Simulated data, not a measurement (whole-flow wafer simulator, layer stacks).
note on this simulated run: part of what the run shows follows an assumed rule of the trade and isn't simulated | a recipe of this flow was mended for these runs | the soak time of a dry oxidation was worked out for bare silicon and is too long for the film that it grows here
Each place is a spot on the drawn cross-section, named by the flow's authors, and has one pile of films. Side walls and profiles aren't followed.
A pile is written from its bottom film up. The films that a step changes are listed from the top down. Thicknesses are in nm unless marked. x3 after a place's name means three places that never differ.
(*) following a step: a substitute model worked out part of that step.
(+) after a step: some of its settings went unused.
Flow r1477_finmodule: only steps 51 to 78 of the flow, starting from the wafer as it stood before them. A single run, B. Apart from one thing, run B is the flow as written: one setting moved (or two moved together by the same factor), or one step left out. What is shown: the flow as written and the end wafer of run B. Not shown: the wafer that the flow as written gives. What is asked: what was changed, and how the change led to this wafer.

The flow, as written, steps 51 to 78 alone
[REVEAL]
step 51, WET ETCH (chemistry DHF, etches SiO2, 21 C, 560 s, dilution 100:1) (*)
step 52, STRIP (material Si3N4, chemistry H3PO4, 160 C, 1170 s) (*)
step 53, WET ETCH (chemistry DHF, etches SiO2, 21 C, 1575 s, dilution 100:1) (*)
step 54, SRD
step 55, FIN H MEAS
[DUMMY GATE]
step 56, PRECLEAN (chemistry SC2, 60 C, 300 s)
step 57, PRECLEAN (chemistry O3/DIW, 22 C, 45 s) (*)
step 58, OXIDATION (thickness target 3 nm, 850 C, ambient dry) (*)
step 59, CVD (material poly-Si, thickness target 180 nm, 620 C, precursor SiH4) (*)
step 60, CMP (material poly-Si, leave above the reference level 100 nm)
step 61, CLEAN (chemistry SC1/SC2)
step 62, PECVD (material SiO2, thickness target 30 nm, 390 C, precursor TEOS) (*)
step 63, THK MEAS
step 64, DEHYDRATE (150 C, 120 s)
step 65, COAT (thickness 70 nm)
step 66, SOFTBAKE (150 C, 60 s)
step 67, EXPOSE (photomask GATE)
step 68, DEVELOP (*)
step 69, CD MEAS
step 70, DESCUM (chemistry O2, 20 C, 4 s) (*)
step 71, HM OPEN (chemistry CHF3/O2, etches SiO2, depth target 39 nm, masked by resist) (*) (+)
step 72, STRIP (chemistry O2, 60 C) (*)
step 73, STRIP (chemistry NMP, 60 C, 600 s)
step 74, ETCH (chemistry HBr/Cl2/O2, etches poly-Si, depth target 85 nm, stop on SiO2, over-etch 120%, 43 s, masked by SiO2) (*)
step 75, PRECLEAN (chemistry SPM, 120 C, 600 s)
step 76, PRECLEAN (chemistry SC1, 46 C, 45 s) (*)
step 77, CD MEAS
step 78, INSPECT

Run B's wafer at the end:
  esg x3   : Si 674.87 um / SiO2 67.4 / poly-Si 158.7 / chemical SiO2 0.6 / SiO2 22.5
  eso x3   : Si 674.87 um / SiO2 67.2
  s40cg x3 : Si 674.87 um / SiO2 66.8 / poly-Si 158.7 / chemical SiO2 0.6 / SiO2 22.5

What caused this: step 53, WET ETCH: 1827 s was run, though the flow has 1575 s.

Step by step, how the change led to this:
  step 53, WET ETCH (chemistry DHF, etches SiO2, 21 C, 1575 s, dilution 100:1) (*)
      esg x3, e200sg, s40cg x3, s40sg x3, eso x3, e200so, s40co x3, s40so x3: SiO2 loses 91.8 (as written it would have been: SiO2 loses 79.1)
      pad, padg: SiO2 loses 99.4 (as written it would have been: SiO2 loses 85.7)
  step 59, CVD (material poly-Si, thickness target 180 nm, 620 C, precursor SiH4) (*)
      esg x3, s40cg x3, s40sg x3, eso x3, s40co x3, s40so x3: poly-Si gains 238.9 (new film) (as written it would have been: poly-Si gains 226.3 (new film))
      e200sg, e200so: poly-Si gains 238.9 (new film) (as written it would have been: poly-Si gains 219.2 (new film))
  step 60, CMP (material poly-Si, leave above the reference level 100 nm)
      pad, padg: poly-Si loses 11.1 (as written it would have been: poly-Si loses 24.8)
      e200sg, e200so: poly-Si loses 80 (as written it would have been: poly-Si loses 72.9)
  step 74, ETCH (chemistry HBr/Cl2/O2, etches poly-Si, depth target 85 nm, stop on SiO2, over-etch 120%, 43 s, masked by SiO2) (*)
      eso x3, e200so, s40co x3, s40so x3: chemical SiO2 loses 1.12 (all of it), poly-Si loses 156.5 (all of it), SiO2 loses 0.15 (as written it would have been: chemical SiO2 loses 1.12 (all of it), poly-Si loses 143.9 (all of it), SiO2 loses 0.22)
      pad: chemical SiO2 loses 1.12 (all of it), poly-Si loses 166.5 (all of it), SiO2 loses 0.1 (as written it would have been: chemical SiO2 loses 1.12 (all of it), poly-Si loses 152.8 (all of it), SiO2 loses 0.17)
